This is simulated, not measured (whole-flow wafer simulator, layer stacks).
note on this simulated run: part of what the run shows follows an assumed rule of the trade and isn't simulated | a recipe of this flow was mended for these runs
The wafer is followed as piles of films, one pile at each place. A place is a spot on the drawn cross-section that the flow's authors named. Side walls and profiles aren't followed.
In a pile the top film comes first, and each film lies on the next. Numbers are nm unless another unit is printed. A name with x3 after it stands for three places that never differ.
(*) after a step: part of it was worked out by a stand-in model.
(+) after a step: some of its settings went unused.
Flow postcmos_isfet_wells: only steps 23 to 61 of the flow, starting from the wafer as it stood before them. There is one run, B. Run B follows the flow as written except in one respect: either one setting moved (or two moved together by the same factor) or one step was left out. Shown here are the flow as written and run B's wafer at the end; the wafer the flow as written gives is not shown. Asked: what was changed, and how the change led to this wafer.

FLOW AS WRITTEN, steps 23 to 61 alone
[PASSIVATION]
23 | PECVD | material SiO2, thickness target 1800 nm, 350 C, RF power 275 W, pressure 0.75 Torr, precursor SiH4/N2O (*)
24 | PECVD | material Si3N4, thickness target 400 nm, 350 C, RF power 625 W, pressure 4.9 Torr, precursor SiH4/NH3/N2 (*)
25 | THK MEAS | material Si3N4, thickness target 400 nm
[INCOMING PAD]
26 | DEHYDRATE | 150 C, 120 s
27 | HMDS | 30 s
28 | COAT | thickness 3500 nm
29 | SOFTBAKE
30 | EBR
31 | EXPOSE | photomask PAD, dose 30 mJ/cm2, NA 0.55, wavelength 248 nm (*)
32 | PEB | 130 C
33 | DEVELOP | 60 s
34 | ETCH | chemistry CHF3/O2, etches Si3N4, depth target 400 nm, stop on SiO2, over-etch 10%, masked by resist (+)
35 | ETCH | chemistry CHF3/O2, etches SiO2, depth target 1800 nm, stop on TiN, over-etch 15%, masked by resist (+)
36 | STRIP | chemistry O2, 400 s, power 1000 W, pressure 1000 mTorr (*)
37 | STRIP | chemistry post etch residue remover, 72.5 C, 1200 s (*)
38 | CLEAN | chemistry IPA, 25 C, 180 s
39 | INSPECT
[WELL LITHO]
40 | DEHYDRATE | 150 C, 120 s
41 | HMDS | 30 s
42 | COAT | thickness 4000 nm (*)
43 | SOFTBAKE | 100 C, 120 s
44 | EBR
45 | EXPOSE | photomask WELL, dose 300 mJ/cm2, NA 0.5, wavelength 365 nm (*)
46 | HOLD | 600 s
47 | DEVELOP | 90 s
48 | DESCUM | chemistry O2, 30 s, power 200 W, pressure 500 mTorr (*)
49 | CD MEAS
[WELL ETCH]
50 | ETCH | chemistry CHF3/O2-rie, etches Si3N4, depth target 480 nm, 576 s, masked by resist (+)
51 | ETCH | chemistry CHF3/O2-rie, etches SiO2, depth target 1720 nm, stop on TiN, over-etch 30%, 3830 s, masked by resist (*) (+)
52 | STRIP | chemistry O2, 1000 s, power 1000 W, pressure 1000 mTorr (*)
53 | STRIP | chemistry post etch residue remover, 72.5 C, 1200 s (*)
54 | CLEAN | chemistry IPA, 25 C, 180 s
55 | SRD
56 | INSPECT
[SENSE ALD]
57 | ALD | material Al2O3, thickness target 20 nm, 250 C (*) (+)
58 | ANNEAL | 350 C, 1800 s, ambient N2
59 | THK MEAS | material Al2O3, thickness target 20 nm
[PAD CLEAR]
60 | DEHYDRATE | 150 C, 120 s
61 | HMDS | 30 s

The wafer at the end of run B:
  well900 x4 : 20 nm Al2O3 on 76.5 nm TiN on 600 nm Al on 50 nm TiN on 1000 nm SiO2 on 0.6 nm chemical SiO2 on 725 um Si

The reason: step 50, ETCH: 369 s was run, though the flow has 576 s.

How this came from the change, step by step:
  50 | ETCH | chemistry CHF3/O2-rie, etches Si3N4, depth target 480 nm, 576 s, masked by resist (+)
      well900 x4: Si3N4 loses 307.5 (in the flow as written it would be: Si3N4 loses 399.6 (all of it), SiO2 loses 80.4)
      field, margin x2, pad_clr, pad_open: thick-g/i-line-resist loses 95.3 (in the flow as written it would be: thick-g/i-line-resist loses 148.8)
  51 | ETCH | chemistry CHF3/O2-rie, etches SiO2, depth target 1720 nm, stop on TiN, over-etch 30%, 3830 s, masked by resist (*) (+)
      well900 x4: Si3N4 loses 92.1 (all of it), SiO2 loses 1800 (all of it), TiN loses 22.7 (in the flow as written it would be: SiO2 loses 1719.6 (all of it), TiN loses 20.6)
  52 | STRIP | chemistry O2, 1000 s, power 1000 W, pressure 1000 mTorr (*)
      pad_clr: thick-g/i-line-resist loses 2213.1 (all of it) (in the flow as written it would be: thick-g/i-line-resist loses 2159.6 (all of it))
